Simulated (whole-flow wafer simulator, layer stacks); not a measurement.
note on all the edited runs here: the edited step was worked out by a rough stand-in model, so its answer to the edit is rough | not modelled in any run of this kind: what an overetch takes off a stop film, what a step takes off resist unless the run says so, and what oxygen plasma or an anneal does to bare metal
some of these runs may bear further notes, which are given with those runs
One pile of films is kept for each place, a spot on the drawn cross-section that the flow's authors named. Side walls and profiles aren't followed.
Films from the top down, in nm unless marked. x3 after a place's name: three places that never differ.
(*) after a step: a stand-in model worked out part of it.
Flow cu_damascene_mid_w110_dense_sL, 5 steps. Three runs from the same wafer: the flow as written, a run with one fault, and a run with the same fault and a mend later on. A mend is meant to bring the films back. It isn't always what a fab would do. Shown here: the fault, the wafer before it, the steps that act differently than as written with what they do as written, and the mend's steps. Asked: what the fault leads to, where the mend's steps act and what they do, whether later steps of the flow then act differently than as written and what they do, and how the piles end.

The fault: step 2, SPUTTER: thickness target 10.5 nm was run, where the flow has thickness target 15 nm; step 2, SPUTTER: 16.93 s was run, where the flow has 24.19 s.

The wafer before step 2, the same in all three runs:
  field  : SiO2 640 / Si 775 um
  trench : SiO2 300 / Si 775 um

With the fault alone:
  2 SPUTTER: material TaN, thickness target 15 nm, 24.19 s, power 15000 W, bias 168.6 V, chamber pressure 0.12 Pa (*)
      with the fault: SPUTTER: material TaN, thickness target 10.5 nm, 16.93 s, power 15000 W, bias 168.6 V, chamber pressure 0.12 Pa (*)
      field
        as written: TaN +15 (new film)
        with the fault: TaN +10.5 (new film)
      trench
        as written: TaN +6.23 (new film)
        with the fault: TaN +4.36 (new film)
  No later step of the flow acts differently than as written, at any place that is followed, by more than 2% or 0.5 nm, whichever is larger.
  At the end the piles differ from the flow's by more than 2% or 0.5 nm, whichever is larger, at field, trench.
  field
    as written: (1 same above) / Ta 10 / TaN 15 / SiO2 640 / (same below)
    with the fault: (1 same above) / Ta 10 / TaN 10.5 / SiO2 640 / (same below)
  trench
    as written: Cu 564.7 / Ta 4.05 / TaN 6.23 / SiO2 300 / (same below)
    with the fault: Cu 562 / Ta 4.1 / TaN 4.36 / SiO2 300 / (same below)

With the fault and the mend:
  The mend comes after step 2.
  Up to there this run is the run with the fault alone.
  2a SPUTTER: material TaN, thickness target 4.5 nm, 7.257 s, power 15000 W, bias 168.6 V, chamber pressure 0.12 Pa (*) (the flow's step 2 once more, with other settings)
      field
        TaN +4.5
      trench
        TaN +1.8
  No later step of the flow acts differently than as written, at any place that is followed, by more than 2% or 0.5 nm, whichever is larger.
  At the end the piles differ from the flow's only slightly at the places that both follow, by at most 2% or 0.5 nm, whichever is larger.
